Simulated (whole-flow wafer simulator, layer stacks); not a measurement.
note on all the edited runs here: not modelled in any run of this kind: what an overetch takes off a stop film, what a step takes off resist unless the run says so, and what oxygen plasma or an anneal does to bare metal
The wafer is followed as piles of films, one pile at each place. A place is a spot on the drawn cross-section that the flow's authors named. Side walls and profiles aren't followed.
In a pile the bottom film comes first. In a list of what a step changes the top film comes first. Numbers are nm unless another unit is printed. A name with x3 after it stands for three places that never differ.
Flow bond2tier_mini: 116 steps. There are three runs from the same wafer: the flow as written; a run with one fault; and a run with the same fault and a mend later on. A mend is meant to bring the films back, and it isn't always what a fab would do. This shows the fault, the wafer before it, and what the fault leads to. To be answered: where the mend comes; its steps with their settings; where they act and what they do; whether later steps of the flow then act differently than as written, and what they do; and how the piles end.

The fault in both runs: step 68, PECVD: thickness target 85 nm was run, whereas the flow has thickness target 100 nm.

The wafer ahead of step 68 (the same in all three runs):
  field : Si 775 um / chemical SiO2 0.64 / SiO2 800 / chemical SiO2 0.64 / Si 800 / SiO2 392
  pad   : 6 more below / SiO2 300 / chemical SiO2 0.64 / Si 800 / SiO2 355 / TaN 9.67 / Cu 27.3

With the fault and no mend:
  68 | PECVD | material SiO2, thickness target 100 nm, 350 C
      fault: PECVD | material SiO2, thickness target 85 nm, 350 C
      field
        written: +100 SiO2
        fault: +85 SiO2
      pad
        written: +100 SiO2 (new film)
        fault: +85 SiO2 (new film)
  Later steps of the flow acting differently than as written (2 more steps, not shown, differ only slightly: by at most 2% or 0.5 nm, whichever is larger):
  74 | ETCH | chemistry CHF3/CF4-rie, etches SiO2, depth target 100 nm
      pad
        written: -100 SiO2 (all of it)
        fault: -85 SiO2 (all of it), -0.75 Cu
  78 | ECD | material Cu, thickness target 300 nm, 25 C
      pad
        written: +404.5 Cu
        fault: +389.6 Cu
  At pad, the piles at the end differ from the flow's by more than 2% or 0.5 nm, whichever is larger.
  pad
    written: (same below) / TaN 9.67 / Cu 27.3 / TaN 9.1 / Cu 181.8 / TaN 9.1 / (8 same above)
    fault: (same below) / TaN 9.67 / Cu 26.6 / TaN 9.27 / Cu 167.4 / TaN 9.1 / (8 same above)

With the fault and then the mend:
  After step 68 comes the mend.
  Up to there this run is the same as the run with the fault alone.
  68a | PECVD | material SiO2, thickness target 15 nm, 350 C (the flow's step 68 again, with other settings)
      field, pad
        +15 SiO2
  None of the later steps of the flow acts differently than as written at any place that is followed.
  By the end, the piles equal the flow's at every place that both follow.
